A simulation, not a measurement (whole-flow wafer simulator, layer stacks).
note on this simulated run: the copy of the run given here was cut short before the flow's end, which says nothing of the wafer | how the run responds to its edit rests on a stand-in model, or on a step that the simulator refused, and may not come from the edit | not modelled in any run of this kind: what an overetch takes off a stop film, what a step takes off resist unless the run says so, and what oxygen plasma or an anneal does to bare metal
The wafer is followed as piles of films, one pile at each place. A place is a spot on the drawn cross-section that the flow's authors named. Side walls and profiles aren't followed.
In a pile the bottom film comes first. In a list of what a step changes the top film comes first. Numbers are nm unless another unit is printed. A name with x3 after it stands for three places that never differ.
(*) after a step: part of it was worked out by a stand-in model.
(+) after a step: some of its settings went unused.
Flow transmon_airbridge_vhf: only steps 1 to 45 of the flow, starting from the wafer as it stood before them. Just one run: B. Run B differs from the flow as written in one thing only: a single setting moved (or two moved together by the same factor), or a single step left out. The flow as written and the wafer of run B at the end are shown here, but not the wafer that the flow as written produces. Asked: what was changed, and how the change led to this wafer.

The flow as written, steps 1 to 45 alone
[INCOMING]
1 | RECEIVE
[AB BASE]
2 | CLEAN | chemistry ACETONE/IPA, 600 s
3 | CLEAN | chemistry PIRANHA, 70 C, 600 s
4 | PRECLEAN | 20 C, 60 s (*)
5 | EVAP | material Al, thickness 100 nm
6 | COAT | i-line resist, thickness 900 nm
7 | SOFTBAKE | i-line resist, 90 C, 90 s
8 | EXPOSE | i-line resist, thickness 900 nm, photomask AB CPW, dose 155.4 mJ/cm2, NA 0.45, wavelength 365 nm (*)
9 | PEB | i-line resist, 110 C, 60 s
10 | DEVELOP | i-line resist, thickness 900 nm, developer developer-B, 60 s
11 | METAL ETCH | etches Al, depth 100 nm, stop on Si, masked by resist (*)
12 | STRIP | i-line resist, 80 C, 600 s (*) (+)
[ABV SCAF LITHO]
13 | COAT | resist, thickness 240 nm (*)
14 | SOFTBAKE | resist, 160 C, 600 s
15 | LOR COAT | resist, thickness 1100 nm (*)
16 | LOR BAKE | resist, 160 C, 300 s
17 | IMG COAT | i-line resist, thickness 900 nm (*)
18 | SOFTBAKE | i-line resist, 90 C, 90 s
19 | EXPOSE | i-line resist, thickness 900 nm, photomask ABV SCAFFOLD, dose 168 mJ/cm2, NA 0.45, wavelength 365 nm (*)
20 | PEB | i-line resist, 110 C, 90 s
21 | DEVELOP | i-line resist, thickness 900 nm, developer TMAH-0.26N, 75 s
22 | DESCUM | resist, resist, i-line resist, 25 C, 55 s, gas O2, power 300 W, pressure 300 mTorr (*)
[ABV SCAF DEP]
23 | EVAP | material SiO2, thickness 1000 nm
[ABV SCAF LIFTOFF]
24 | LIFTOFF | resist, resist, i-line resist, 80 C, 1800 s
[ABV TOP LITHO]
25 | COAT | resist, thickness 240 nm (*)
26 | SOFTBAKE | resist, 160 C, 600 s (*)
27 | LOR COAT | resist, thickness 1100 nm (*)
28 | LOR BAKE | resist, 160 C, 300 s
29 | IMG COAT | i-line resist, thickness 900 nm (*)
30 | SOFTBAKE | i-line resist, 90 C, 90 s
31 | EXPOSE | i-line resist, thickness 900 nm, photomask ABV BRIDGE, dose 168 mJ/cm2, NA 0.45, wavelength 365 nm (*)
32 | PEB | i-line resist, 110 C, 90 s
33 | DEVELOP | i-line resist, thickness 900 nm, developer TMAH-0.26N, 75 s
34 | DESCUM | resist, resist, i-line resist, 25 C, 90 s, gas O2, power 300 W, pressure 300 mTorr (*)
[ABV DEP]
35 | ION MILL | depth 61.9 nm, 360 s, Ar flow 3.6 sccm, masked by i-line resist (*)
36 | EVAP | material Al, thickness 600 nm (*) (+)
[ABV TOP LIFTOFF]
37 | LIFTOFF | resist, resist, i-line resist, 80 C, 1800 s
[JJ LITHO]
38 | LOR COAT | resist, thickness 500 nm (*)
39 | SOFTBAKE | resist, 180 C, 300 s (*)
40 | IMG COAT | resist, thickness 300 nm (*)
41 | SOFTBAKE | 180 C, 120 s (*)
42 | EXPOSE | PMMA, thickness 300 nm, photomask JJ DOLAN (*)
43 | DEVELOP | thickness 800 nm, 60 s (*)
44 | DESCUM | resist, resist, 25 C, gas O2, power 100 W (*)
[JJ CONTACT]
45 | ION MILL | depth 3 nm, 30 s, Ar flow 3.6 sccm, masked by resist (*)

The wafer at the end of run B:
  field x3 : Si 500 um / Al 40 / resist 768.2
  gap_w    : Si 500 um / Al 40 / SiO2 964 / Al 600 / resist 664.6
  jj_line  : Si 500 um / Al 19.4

The reason: step 5, EVAP: thickness 140 nm was run, while the flow as written has thickness 100 nm.

The path from the change to this, step by step:
  5 | EVAP | material Al, thickness 100 nm
      field x3, jj_line, ground_far and 12 more: Al gains 140 (new film) (it would be, as written: Al gains 100 (new film))
  11 | METAL ETCH | etches Al, depth 100 nm, stop on Si, masked by resist (*)
      field x3, jj_line, gap_w, gap_e: Al loses 100 (it would be, as written: Al loses 100 (all of it))
  45 | ION MILL | depth 3 nm, 30 s, Ar flow 3.6 sccm, masked by resist (*)
      jj_line: Al loses 20.6 (it would be, as written: Si loses 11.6)
Taking metal films that touch as one body, field x3 has 1 body; the flow as written gives 0 bodies.
Taking metal films that touch as one body, gap_w has 2 bodies (between them, from the top down: SiO2 964); the flow as written gives 1 body.
Taking metal films that touch as one body, jj_line has 1 body; the flow as written gives 0 bodies.
